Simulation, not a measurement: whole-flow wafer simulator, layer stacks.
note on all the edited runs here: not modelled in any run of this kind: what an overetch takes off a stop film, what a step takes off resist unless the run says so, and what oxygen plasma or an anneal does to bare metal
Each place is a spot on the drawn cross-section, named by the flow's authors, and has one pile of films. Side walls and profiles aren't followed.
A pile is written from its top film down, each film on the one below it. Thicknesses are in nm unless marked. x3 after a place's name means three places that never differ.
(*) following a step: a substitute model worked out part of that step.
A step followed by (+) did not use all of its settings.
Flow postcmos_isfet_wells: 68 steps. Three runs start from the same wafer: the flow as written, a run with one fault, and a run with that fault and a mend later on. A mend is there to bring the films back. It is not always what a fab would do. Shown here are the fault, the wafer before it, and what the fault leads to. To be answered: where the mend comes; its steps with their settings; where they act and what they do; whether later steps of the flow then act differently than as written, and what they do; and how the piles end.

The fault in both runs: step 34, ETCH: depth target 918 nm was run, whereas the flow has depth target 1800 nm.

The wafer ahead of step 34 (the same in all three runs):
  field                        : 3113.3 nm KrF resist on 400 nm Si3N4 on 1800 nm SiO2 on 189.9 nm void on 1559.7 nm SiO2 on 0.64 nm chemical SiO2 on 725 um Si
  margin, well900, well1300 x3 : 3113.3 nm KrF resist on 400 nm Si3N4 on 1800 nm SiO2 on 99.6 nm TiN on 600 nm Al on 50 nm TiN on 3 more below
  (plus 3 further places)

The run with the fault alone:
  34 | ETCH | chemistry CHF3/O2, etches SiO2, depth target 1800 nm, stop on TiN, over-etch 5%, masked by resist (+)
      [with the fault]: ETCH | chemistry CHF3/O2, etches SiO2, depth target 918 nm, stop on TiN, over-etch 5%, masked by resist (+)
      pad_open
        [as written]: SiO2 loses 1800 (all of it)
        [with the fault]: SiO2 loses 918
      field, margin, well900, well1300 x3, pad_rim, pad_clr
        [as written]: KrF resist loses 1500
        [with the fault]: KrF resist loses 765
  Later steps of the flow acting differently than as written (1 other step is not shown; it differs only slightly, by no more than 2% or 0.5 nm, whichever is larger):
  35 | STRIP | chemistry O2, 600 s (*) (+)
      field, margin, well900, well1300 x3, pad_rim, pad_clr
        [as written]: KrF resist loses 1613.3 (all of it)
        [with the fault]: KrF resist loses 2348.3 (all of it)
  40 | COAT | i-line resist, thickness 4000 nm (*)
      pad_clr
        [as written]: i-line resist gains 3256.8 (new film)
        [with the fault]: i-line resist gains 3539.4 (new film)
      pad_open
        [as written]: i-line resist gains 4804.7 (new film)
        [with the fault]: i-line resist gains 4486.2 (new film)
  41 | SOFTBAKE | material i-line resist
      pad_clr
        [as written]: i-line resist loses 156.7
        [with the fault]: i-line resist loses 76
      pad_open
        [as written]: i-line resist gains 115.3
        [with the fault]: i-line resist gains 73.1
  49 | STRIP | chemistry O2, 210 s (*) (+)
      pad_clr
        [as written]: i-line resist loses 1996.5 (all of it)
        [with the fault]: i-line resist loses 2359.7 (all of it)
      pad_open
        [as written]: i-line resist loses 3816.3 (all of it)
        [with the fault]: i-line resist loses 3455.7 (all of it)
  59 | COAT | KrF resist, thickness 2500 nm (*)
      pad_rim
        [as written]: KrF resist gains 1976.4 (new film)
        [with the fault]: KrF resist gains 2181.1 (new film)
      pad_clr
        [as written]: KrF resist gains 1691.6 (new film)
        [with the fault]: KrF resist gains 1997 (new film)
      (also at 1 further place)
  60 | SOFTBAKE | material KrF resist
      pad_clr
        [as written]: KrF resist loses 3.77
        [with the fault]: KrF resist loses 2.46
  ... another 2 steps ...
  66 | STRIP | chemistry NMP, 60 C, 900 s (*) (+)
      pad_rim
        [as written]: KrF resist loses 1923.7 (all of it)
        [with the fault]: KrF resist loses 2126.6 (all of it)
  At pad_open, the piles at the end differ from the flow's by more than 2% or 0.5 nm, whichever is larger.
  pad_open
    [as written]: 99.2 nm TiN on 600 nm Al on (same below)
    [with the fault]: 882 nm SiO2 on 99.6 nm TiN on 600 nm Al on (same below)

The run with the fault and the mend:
  The mend stands after step 34.
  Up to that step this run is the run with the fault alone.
  34a | ETCH | chemistry CHF3/O2, etches SiO2, depth target 882 nm, stop on TiN, over-etch 5%, masked by resist (the flow's step 34, run once more with other settings)
      field, margin, well900, well1300 x3, pad_rim, pad_clr
        KrF resist loses 735
      pad_open
        SiO2 loses 882 (all of it)
  Later steps of the flow that are run all act as written at every place that is followed.
  At every place that both follow, the piles at the end match the flow's.
